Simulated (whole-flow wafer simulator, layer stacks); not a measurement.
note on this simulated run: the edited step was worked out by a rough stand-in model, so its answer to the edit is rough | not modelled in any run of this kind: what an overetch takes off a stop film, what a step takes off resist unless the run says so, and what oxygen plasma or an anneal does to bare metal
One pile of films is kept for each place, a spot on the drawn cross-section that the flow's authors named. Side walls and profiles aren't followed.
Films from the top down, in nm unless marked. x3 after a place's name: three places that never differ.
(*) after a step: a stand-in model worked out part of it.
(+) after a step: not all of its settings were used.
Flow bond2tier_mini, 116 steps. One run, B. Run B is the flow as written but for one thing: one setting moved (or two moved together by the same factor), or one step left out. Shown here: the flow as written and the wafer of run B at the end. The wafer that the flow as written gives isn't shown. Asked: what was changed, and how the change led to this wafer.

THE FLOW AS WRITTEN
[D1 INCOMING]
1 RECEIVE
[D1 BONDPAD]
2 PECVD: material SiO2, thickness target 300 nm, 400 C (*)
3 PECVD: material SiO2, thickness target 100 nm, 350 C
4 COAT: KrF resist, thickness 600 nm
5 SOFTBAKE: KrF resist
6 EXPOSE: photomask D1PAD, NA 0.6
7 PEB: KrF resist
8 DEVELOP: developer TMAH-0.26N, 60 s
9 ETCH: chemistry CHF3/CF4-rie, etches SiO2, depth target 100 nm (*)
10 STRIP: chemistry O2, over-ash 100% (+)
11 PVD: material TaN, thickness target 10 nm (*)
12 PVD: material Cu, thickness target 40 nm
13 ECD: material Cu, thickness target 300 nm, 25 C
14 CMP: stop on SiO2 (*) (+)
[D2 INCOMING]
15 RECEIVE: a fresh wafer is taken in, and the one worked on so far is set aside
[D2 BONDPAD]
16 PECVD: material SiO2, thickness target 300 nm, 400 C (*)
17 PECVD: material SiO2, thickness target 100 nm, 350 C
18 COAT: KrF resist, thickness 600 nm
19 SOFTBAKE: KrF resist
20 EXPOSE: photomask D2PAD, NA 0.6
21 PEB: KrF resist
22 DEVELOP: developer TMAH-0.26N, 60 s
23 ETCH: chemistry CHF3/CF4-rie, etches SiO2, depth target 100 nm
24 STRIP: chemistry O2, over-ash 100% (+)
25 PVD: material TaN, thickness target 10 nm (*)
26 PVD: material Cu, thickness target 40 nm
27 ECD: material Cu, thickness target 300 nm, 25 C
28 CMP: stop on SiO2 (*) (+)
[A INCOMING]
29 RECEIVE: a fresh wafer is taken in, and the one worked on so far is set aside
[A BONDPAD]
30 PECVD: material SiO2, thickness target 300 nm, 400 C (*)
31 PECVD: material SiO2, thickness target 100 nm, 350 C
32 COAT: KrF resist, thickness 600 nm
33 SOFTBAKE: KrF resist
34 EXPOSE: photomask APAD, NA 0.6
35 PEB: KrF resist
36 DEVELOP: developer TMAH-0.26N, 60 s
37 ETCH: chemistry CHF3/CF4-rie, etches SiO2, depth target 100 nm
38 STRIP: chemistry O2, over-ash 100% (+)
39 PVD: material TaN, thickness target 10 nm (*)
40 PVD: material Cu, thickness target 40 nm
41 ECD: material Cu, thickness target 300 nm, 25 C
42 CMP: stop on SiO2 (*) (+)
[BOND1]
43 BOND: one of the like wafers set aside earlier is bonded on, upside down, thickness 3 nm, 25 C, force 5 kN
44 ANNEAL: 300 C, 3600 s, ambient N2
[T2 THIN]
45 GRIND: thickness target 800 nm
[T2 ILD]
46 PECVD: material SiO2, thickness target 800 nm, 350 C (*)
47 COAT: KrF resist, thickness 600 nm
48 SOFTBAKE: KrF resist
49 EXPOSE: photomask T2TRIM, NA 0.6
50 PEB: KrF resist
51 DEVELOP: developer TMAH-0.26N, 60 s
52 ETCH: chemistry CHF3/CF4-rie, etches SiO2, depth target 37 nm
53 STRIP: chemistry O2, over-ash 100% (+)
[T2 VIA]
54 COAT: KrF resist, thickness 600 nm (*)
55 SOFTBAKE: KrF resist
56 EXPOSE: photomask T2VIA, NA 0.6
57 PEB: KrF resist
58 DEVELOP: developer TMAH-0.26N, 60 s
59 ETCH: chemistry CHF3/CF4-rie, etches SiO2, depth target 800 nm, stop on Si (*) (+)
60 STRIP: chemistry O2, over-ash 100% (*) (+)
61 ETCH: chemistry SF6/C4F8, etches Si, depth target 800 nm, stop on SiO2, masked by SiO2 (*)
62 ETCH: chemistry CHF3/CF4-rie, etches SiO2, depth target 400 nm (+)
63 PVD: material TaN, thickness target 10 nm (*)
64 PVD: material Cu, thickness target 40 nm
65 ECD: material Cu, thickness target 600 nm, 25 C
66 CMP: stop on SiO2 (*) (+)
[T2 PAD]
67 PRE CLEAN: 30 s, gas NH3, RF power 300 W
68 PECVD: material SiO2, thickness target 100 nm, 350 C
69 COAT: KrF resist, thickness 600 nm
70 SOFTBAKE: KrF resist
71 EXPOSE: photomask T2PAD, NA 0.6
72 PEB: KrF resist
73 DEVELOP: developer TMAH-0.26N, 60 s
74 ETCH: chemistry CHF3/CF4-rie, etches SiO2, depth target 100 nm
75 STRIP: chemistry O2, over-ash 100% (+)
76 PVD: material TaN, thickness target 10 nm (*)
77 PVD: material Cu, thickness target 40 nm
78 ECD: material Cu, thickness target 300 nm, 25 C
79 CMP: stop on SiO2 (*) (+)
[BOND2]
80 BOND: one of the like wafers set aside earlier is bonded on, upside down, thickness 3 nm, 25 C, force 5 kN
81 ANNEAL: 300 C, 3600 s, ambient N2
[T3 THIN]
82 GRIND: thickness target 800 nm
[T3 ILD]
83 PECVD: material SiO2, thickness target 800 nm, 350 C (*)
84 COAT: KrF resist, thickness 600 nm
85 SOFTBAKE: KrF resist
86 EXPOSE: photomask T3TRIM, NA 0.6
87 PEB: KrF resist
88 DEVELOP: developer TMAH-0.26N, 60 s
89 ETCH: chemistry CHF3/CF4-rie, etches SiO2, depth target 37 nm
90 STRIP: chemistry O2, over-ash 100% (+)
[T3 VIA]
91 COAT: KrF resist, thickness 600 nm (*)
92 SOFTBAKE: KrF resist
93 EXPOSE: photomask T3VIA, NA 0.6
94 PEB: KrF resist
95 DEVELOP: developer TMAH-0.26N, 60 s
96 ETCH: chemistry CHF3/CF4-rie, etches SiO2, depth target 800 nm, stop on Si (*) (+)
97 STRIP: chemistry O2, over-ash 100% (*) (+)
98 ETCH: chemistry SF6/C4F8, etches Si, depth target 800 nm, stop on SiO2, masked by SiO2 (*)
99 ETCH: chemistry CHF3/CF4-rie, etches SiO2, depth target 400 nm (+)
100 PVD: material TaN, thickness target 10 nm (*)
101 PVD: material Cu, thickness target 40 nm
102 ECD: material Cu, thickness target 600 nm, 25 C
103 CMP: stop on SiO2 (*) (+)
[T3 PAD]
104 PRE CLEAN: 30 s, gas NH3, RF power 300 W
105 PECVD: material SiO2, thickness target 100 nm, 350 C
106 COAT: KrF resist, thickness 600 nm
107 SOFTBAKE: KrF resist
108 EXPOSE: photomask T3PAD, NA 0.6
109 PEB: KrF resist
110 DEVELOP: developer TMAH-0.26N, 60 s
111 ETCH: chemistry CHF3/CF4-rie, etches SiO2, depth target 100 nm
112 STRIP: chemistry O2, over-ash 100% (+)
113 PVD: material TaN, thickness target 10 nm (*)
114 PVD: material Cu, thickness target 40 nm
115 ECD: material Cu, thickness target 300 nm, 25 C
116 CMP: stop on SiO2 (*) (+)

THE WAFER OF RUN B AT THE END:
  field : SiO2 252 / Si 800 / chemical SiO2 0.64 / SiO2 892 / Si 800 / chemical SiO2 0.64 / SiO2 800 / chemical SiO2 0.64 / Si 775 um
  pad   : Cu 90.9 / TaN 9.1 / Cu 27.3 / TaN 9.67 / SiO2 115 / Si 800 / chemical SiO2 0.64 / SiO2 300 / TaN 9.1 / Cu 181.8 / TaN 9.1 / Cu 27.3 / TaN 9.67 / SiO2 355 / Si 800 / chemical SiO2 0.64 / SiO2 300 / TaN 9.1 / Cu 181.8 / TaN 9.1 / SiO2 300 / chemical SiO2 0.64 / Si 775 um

The cause: step 83, PECVD: thickness target 560 nm was run, where the flow has thickness target 800 nm.

How the change led to this, step by step:
  83 PECVD: material SiO2, thickness target 800 nm, 350 C (*)
      field, pad: SiO2 +560 (new film) (as written it would be: SiO2 +800 (new film))
